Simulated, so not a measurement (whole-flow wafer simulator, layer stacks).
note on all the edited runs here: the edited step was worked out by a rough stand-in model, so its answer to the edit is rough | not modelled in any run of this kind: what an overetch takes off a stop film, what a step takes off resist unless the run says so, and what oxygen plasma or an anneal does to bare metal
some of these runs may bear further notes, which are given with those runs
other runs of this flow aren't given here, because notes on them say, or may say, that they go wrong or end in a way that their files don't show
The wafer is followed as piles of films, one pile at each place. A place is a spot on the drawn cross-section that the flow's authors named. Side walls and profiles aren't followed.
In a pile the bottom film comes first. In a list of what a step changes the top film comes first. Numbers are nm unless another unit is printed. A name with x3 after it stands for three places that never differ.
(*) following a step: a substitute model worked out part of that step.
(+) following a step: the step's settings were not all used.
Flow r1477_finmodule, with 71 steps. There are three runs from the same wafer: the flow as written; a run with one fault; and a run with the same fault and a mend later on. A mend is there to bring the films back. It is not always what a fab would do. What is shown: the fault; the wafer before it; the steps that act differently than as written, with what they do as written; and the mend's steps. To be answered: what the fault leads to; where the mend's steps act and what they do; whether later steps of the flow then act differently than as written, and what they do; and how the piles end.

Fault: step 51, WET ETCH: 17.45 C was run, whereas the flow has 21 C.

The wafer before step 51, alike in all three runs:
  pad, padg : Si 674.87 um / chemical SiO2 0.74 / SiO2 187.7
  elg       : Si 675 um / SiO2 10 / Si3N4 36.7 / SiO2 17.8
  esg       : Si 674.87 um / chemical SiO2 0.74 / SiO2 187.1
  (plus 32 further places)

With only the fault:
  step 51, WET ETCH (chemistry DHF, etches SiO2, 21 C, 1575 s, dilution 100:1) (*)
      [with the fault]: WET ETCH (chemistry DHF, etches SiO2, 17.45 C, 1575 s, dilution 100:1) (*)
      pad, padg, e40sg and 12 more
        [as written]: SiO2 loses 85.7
        [with the fault]: SiO2 loses 74
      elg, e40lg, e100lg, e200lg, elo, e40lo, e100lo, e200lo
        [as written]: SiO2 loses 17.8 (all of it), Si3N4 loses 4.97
        [with the fault]: SiO2 loses 17.8 (all of it), Si3N4 loses 3.72
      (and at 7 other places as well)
  Steps further on in the flow that do not act as written (1 more step, not shown, differs only slightly: by at most 2% or 0.5 nm, whichever is larger):
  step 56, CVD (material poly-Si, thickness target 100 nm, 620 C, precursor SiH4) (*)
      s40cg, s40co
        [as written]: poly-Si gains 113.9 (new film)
        [with the fault]: poly-Si gains 103.1 (new film)
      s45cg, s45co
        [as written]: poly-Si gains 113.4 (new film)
        [with the fault]: poly-Si gains 102.6 (new film)
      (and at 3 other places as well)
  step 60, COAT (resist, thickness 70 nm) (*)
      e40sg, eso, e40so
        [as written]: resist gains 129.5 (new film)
        [with the fault]: resist gains 119.6 (new film)
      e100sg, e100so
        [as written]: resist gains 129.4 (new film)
        [with the fault]: resist gains 119.5 (new film)
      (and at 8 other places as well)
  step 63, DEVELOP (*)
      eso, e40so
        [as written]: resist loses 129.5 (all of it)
        [with the fault]: resist loses 119.6 (all of it)
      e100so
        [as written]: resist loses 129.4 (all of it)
        [with the fault]: resist loses 119.5 (all of it)
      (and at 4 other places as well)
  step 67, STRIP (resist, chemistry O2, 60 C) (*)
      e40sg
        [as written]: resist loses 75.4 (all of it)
        [with the fault]: resist loses 65.5 (all of it)
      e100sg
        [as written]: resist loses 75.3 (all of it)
        [with the fault]: resist loses 65.4 (all of it)
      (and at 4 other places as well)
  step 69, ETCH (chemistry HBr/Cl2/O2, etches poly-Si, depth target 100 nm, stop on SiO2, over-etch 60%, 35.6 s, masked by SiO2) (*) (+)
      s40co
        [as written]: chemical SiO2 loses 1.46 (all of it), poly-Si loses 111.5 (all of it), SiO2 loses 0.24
        [with the fault]: chemical SiO2 loses 1.41 (all of it), poly-Si loses 100.7 (all of it), SiO2 loses 0.3
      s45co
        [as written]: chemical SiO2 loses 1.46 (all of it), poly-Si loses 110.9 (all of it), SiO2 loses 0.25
        [with the fault]: chemical SiO2 loses 1.41 (all of it), poly-Si loses 100.2 (all of it), SiO2 loses 0.3
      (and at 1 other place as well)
  By the end, the piles at pad, padg, elg and 27 more depart from the flow's by more than 2% or 0.5 nm, whichever is larger.
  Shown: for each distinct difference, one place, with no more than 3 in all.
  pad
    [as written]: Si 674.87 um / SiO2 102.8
    [with the fault]: Si 674.87 um / SiO2 114.5
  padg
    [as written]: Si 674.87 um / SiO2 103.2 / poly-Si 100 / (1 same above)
    [with the fault]: Si 674.87 um / SiO2 114.9 / poly-Si 100 / (1 same above)
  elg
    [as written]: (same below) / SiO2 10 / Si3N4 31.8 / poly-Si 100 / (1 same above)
    [with the fault]: (same below) / SiO2 10 / Si3N4 33 / poly-Si 100 / (1 same above)

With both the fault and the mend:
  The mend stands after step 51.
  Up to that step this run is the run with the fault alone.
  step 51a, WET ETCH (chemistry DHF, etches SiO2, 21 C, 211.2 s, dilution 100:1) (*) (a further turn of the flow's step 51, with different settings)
      pad, padg, e40sg and 12 more
        SiO2 loses 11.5
      elg, e40lg, e100lg, e200lg, elo, e40lo, e100lo, e200lo
        Si3N4 loses 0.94
      esg, s40cg, s45cg, s50cg, s40co, s45co, s50co
        SiO2 loses 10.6
  Every later step of the flow that is run acts as written, at every place that is followed, to within 2% or 0.5 nm, whichever is larger.
  The piles end only slightly different from the flow's at the places that both follow, by no more than 2% or 0.5 nm, whichever is larger.
